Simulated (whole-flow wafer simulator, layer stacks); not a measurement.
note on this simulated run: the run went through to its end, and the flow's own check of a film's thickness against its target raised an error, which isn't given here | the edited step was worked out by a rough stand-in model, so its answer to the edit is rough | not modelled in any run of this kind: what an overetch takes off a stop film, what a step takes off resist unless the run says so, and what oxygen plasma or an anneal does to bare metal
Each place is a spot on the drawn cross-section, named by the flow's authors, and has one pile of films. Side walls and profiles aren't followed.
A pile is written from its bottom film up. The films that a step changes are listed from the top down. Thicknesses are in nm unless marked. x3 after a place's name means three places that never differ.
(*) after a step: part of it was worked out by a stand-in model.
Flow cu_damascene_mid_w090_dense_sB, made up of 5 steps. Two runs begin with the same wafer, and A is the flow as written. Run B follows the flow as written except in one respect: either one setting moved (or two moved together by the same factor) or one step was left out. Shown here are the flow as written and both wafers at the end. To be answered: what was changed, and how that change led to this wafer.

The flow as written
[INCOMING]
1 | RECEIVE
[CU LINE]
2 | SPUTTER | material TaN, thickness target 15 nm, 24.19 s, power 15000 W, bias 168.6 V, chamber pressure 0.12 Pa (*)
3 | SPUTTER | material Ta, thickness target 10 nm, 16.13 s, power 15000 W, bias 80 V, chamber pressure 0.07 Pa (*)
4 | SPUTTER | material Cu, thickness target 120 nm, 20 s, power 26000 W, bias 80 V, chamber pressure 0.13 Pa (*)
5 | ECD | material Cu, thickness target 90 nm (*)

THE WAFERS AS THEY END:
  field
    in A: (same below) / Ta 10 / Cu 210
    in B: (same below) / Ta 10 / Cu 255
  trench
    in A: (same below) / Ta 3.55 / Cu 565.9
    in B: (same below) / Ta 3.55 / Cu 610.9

What caused this: step 4, SPUTTER: thickness target 165 nm was run, though the flow has thickness target 120 nm; step 4, SPUTTER: 27.5 s was run, where the flow has 20 s.

The path from the change to this, step by step:
  4 | SPUTTER | material Cu, thickness target 120 nm, 20 s, power 26000 W, bias 80 V, chamber pressure 0.13 Pa (*)
      field: A +120 Cu (new film) | B +165 Cu (new film)
      trench: A +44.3 Cu (new film) | B +61 Cu (new film)
  5 | ECD | material Cu, thickness target 90 nm (*)
      trench: A +521.6 Cu | B +550 Cu
